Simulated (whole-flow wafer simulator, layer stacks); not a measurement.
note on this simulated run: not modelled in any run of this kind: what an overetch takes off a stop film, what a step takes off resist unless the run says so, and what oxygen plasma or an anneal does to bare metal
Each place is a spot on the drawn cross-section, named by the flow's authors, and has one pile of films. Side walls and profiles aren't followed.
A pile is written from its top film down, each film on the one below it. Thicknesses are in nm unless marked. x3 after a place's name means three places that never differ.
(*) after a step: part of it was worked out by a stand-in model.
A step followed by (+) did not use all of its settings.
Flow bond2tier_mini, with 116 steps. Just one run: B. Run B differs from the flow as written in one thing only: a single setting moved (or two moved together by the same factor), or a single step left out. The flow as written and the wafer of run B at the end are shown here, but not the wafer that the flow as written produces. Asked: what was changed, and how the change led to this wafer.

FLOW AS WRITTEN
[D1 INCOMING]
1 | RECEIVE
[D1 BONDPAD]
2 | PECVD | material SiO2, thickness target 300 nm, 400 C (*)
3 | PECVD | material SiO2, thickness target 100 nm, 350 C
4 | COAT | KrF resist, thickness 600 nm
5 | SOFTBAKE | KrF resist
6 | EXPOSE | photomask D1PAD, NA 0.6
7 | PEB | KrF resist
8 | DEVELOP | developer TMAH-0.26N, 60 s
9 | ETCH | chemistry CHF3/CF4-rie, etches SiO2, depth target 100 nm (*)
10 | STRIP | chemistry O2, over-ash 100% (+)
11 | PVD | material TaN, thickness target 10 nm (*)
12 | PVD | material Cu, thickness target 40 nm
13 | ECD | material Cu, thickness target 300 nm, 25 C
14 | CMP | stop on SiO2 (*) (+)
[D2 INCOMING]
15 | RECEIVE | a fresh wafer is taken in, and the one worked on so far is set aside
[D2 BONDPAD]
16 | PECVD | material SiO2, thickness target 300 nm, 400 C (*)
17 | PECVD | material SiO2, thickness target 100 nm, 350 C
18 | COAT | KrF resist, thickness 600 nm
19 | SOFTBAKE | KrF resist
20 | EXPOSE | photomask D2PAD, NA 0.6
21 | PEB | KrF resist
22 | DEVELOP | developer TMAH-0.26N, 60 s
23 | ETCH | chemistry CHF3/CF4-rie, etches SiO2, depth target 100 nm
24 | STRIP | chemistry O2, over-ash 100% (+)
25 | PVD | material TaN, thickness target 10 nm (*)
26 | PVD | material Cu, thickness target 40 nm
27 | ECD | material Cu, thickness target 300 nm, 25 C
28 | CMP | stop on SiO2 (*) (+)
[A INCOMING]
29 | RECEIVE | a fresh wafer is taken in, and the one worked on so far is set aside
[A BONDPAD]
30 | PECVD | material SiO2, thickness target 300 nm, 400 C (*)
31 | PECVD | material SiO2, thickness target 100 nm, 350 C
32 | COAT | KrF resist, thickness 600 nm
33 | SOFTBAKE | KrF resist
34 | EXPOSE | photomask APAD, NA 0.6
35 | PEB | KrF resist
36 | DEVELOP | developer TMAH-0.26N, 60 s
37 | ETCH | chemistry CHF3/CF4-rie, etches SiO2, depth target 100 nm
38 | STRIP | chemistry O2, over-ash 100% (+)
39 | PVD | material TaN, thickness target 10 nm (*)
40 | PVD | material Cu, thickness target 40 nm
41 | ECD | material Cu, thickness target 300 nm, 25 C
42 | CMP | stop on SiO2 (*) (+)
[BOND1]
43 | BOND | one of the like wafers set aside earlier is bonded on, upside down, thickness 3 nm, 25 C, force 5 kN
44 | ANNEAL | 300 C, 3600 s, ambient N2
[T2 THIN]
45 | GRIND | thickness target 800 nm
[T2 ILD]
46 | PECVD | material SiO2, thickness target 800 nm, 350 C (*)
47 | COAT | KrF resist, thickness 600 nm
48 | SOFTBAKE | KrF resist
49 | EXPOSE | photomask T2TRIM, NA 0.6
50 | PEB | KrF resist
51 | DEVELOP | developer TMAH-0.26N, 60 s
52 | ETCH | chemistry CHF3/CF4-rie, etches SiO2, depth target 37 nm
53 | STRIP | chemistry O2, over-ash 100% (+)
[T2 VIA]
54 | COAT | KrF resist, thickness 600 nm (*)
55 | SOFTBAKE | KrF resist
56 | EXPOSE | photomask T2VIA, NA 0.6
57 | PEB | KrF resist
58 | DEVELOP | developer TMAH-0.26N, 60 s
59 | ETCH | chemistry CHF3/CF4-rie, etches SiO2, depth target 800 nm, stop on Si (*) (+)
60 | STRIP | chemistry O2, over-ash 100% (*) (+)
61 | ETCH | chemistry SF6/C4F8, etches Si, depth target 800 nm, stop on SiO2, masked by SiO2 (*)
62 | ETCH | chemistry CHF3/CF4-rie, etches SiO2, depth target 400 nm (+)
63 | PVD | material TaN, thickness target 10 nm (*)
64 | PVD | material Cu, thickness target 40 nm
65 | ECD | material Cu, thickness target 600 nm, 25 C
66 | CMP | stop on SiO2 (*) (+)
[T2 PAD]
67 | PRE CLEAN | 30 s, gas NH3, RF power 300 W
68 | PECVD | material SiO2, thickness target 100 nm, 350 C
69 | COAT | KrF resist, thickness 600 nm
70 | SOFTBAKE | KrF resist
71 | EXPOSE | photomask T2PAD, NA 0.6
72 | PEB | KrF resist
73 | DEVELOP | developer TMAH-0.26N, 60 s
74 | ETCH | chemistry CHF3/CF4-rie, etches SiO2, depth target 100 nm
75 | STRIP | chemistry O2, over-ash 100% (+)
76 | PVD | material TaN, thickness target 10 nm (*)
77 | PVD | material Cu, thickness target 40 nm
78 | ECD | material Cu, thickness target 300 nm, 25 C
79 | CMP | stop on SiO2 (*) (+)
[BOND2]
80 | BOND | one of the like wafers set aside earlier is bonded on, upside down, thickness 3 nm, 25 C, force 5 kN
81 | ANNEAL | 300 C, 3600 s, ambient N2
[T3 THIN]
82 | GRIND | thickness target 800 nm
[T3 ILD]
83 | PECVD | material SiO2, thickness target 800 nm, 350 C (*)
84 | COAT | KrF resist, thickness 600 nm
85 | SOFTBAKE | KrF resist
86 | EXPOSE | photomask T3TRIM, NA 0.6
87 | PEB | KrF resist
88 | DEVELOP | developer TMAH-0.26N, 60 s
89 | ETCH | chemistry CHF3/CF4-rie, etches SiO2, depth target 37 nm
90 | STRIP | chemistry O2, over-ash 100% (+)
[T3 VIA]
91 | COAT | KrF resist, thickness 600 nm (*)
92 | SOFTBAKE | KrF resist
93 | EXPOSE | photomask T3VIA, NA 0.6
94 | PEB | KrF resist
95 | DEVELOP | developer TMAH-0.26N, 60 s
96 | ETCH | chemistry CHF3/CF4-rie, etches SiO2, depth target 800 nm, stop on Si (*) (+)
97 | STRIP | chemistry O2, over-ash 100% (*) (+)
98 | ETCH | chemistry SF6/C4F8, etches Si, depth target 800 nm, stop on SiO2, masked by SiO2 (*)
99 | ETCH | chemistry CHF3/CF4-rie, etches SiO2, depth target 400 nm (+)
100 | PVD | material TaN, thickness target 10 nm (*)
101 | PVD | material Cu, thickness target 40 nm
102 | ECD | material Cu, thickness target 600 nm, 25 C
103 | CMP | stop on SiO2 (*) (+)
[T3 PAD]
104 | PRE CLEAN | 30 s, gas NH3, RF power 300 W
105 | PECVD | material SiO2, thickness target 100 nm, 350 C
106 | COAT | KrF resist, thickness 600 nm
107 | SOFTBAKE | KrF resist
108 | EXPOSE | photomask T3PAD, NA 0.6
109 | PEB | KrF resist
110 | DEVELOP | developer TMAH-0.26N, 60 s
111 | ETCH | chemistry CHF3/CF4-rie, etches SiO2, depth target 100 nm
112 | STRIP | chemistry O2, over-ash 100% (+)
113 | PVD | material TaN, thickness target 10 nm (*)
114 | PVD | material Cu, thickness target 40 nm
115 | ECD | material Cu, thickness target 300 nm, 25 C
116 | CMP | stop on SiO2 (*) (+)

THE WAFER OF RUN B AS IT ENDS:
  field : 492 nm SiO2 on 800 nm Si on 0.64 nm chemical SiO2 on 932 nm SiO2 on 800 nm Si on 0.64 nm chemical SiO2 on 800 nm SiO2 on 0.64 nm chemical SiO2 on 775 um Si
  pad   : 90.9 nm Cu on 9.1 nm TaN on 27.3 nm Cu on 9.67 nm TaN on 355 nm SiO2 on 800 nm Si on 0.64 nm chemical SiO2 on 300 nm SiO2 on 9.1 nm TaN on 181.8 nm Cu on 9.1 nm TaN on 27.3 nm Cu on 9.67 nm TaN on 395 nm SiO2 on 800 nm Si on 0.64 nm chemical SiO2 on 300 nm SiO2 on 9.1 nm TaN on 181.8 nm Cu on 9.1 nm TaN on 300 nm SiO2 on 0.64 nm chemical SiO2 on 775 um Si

Cause: step 62, ETCH: depth target 360 nm was run, though the flow has depth target 400 nm; step 64, PVD: thickness target 36 nm was run, where the flow has thickness target 40 nm.

Step by step, how the change led to this:
  62 | ETCH | chemistry CHF3/CF4-rie, etches SiO2, depth target 400 nm (+)
      field, pad: -360 SiO2 (in the flow as written it would be: -400 SiO2)
  64 | PVD | material Cu, thickness target 40 nm
      field: +36 Cu (new film) (in the flow as written it would be: +40 Cu (new film))
      pad: +34.8 Cu (new film) (in the flow as written it would be: +38.7 Cu (new film))
